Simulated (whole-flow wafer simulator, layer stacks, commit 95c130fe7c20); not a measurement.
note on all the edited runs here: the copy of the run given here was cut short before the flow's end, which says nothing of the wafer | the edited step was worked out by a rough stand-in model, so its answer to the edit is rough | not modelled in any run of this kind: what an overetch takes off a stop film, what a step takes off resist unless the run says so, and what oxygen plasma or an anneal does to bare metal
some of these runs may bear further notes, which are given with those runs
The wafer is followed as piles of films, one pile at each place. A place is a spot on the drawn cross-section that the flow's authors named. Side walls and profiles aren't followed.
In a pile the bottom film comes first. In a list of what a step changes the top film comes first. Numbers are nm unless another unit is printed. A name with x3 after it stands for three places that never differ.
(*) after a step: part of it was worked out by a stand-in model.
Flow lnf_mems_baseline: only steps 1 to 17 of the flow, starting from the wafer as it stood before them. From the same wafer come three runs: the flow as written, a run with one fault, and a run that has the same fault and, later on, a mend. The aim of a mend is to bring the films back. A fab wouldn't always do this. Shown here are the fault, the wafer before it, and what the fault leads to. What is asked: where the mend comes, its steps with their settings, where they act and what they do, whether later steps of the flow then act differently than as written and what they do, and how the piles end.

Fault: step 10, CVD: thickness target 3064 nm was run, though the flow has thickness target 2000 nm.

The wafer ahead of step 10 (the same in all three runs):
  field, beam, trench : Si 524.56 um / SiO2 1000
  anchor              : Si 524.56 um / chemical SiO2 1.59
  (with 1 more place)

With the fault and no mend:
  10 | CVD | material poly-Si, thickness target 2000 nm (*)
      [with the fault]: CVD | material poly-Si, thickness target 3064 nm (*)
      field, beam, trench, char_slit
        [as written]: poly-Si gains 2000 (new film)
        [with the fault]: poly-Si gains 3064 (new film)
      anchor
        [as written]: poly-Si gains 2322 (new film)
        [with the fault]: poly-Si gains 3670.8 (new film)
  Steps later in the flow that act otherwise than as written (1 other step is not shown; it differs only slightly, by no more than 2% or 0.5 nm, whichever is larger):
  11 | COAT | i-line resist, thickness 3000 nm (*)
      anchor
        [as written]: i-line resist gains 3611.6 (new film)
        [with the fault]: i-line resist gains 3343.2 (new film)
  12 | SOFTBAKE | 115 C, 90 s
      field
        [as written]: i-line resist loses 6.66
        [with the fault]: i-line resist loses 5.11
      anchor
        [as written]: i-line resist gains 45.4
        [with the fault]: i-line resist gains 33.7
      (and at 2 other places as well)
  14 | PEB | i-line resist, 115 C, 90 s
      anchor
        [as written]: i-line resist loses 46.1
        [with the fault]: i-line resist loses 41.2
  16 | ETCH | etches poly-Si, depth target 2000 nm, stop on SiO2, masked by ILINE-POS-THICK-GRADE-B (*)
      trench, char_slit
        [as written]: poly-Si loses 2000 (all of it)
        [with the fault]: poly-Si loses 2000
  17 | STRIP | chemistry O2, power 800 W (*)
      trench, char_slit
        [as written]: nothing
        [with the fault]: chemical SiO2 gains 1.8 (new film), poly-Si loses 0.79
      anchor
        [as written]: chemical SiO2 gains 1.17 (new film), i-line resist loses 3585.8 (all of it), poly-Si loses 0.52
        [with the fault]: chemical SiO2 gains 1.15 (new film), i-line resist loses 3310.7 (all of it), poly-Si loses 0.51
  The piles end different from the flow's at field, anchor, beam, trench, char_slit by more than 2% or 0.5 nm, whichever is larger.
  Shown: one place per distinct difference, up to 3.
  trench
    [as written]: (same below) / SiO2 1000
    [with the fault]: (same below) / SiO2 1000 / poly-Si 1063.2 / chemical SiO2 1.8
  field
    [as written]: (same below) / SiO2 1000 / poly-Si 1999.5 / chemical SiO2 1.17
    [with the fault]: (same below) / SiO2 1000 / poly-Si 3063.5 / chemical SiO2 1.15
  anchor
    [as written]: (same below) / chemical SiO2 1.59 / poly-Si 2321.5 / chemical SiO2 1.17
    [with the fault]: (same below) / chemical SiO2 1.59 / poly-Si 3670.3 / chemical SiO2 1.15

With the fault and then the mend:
  The mend stands after step 10.
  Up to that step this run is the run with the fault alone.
  10a | ETCH | chemistry tmah, depth target 4124 nm
      field, beam, trench, char_slit
        poly-Si loses 3064 (all of it)
      anchor
        poly-Si loses 3670.8 (all of it)
  10b | CLEAN | chemistry SC1/SC2 (the flow's step 1, run once more)
      alters no film at any place that is followed
  10c | CVD | material poly-Si, thickness target 2000 nm (*) (the flow's step 10, run once more)
      field, beam, trench, char_slit
        poly-Si gains 2000 (new film)
      anchor
        poly-Si gains 2322 (new film)
  None of the later steps of the flow acts differently than as written at any place that is followed.
  The piles end the same as the flow's at every place that both follow.
